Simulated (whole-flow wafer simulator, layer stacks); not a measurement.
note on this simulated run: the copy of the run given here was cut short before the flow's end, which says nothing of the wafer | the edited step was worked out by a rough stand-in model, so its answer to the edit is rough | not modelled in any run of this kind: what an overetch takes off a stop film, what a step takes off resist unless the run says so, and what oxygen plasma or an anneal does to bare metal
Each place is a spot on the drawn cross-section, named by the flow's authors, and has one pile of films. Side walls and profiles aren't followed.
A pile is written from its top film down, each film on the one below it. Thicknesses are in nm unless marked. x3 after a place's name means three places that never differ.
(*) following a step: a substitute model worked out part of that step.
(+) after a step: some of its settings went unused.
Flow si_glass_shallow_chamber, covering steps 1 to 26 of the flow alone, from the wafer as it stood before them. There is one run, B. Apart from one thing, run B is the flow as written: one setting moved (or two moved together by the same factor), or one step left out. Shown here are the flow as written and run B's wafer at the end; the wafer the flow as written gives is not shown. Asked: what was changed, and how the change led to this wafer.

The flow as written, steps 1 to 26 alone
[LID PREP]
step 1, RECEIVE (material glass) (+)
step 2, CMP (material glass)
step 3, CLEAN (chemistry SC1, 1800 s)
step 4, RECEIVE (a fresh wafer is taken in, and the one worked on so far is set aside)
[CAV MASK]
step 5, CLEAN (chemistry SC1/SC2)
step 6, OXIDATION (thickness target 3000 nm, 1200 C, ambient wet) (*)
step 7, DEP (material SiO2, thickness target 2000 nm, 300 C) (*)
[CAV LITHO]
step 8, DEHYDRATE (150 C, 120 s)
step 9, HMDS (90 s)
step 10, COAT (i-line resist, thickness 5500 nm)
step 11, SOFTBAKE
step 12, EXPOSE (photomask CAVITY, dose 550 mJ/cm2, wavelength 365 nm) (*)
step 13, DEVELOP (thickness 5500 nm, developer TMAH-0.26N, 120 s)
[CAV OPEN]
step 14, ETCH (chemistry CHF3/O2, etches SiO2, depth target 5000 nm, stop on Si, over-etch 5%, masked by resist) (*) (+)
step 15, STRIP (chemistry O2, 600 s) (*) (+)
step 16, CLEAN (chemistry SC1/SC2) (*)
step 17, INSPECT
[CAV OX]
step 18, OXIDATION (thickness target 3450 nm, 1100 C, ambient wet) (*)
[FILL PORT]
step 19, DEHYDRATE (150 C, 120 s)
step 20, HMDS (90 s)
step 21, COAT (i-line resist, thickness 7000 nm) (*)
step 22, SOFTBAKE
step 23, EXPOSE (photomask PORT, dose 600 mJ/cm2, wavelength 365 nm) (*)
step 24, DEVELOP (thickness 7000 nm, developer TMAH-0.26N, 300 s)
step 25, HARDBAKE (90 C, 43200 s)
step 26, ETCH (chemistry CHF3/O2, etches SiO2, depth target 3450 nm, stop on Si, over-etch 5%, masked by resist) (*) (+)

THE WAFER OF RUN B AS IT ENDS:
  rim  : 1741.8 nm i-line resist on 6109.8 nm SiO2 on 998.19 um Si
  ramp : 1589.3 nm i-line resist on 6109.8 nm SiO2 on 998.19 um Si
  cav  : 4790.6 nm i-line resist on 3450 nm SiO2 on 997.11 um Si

The reason: step 26, ETCH: over-etch 3.75% was run, while the flow as written has over-etch 5%.

How this came from the change, step by step:
  step 26, ETCH (chemistry CHF3/O2, etches SiO2, depth target 3450 nm, stop on Si, over-etch 5%, masked by resist) (*) (+)
      port: SiO2 loses 3450 (all of it), Si loses 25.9 (as written it would have been: SiO2 loses 3450 (all of it), Si loses 34.5)
